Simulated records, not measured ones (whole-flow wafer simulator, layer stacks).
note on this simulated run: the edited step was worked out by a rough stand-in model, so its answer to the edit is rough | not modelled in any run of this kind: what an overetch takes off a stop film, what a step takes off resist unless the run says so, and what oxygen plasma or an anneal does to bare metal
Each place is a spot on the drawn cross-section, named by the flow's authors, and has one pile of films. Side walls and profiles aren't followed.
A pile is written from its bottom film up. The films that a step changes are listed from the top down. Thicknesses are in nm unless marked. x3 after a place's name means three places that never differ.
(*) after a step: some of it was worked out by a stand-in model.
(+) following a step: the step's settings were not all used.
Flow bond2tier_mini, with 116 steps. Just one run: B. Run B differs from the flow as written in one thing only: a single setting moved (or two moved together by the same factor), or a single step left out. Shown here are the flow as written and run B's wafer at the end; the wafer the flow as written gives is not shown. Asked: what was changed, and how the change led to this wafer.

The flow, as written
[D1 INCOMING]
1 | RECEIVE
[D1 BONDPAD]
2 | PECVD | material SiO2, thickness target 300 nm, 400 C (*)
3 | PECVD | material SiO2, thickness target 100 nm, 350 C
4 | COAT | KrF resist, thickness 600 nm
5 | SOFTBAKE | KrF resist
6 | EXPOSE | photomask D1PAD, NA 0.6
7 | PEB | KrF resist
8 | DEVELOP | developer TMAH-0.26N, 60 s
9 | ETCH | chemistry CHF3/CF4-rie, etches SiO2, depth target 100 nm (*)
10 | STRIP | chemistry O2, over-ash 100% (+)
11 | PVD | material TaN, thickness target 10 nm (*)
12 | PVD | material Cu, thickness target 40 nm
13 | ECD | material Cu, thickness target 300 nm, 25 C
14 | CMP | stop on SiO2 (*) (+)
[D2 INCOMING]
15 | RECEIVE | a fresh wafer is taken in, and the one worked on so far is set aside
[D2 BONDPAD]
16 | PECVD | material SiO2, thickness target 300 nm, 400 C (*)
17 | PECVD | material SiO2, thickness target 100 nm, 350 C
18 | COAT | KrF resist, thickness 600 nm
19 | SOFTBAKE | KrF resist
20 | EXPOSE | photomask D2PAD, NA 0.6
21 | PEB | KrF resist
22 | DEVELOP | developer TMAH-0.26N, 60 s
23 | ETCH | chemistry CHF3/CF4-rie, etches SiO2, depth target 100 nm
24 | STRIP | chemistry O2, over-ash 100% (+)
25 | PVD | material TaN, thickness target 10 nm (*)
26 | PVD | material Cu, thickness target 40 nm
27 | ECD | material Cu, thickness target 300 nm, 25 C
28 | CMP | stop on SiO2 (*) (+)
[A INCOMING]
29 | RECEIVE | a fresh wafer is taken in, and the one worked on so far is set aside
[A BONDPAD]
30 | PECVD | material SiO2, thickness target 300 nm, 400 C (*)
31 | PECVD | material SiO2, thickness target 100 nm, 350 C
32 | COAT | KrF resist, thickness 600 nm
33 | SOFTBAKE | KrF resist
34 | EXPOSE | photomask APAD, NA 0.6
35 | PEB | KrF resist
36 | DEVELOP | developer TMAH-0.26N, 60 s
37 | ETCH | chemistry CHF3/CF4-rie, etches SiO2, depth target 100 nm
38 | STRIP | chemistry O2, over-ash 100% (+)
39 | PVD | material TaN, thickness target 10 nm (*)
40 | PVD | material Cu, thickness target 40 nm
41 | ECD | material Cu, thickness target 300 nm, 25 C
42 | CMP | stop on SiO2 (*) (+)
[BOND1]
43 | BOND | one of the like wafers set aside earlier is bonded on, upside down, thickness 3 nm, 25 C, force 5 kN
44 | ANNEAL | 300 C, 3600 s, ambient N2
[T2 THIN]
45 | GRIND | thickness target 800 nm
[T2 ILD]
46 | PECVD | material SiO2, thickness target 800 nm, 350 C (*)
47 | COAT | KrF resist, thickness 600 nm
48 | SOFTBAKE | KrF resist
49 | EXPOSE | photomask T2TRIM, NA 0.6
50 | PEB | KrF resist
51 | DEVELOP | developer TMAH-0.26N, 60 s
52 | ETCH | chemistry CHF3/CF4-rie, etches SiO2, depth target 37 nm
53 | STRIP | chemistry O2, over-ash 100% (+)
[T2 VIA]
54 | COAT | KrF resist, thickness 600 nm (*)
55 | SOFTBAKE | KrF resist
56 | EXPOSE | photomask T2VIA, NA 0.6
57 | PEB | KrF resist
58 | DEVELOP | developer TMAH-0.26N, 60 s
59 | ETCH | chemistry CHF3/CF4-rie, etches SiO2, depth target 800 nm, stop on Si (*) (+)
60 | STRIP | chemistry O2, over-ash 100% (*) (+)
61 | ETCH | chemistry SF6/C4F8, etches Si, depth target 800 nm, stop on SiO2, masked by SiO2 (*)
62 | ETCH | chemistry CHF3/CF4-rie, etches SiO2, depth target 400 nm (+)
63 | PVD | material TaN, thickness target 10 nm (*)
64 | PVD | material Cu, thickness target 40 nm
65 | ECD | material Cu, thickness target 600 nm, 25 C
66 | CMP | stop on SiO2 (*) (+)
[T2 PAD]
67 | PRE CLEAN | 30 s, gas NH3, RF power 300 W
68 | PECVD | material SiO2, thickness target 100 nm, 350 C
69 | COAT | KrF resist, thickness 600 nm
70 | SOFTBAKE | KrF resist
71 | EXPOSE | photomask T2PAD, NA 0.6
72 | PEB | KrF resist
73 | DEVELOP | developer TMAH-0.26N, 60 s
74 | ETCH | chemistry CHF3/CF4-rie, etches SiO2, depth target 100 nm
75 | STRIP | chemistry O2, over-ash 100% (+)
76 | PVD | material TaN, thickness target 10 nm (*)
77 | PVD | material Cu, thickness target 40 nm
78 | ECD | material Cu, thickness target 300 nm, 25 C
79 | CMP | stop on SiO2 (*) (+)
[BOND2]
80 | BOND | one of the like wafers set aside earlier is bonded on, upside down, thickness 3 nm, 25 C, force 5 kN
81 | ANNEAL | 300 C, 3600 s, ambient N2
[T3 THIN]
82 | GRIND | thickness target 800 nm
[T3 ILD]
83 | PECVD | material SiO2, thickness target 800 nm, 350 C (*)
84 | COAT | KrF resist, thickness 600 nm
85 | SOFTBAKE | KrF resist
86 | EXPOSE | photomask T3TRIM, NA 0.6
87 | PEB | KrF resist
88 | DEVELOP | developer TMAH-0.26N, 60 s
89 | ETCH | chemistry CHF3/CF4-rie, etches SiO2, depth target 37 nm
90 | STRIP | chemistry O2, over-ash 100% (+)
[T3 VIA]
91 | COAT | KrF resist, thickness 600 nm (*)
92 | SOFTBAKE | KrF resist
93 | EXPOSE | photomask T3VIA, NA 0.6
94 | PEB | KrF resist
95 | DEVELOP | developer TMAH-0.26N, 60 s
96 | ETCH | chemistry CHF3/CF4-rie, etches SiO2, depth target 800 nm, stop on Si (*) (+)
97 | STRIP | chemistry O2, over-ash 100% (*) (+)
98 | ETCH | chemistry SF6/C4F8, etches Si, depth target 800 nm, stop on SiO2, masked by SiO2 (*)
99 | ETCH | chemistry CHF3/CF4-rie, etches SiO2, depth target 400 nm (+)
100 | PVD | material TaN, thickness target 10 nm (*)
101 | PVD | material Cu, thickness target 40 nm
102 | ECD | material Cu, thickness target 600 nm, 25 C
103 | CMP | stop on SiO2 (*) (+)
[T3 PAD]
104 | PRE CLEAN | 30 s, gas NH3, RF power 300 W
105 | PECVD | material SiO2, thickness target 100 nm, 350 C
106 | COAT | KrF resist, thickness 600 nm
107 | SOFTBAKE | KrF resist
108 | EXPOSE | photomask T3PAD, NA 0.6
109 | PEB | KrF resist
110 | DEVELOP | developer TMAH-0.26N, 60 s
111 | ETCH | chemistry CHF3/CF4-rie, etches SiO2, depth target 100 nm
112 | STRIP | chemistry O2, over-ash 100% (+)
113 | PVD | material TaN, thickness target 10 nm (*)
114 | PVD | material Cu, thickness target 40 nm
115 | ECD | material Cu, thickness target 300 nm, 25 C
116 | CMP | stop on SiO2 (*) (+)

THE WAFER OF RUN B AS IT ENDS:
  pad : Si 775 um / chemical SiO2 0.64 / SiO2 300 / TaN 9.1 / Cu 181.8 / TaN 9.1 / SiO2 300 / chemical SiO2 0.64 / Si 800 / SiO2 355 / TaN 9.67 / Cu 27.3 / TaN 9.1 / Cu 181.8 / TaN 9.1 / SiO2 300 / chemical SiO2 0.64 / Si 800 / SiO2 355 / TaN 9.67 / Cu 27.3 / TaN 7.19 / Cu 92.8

What caused this: step 113, PVD: thickness target 7.9 nm was run, while the flow as written has thickness target 10 nm.

How this came from the change, step by step:
  113 | PVD | material TaN, thickness target 10 nm (*)
      field: TaN gains 7.9 (new film) (it would be, as written: TaN gains 10 (new film))
      pad: TaN gains 7.19 (new film) (it would be, as written: TaN gains 9.1 (new film))
  116 | CMP | stop on SiO2 (*) (+)
      field: Cu loses 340 (all of it), TaN loses 7.9 (all of it) (it would be, as written: Cu loses 340 (all of it), TaN loses 10 (all of it))
